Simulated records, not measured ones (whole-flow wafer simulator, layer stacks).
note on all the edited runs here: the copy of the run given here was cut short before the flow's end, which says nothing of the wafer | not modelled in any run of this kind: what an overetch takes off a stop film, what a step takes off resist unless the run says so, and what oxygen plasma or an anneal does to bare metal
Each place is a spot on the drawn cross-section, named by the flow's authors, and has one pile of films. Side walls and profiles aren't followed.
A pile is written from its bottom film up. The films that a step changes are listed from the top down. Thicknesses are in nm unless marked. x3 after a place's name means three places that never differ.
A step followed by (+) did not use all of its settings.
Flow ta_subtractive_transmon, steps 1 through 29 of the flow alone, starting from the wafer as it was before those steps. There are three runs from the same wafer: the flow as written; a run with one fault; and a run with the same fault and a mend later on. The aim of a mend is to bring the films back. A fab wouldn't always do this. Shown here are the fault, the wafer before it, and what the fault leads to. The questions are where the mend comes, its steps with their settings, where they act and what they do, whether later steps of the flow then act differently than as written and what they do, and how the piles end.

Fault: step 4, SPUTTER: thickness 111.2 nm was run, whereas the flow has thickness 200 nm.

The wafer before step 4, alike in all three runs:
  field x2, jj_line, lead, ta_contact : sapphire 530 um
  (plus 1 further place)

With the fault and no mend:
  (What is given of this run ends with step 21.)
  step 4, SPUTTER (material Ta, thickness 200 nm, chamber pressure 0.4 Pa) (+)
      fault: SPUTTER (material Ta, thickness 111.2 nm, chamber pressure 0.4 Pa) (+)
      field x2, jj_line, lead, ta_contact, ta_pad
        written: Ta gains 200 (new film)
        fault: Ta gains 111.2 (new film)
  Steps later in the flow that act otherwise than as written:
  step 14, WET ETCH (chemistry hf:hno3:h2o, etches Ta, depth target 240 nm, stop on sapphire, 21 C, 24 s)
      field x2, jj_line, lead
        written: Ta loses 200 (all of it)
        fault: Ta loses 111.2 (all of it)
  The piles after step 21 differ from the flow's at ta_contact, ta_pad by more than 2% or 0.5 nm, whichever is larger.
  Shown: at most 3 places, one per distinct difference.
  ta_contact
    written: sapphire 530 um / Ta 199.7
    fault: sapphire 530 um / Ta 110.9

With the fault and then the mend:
  After step 5 comes the mend.
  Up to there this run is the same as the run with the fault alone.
  step 5a, WET ETCH (chemistry hf:hno3:h2o, etches Ta, depth target 127.9 nm, stop on sapphire, 21 C, 12.79 s)
      field x2, jj_line, lead, ta_contact, ta_pad
        Ta loses 111.2 (all of it)
  step 5b, SPUTTER (material Ta, thickness 200 nm, chamber pressure 0.4 Pa) (+) (a further turn of the flow's step 4)
      field x2, jj_line, lead, ta_contact, ta_pad
        Ta gains 200 (new film)
  None of the later steps of the flow acts differently than as written at any place that is followed.
  By the end, the piles equal the flow's at every place that both follow.
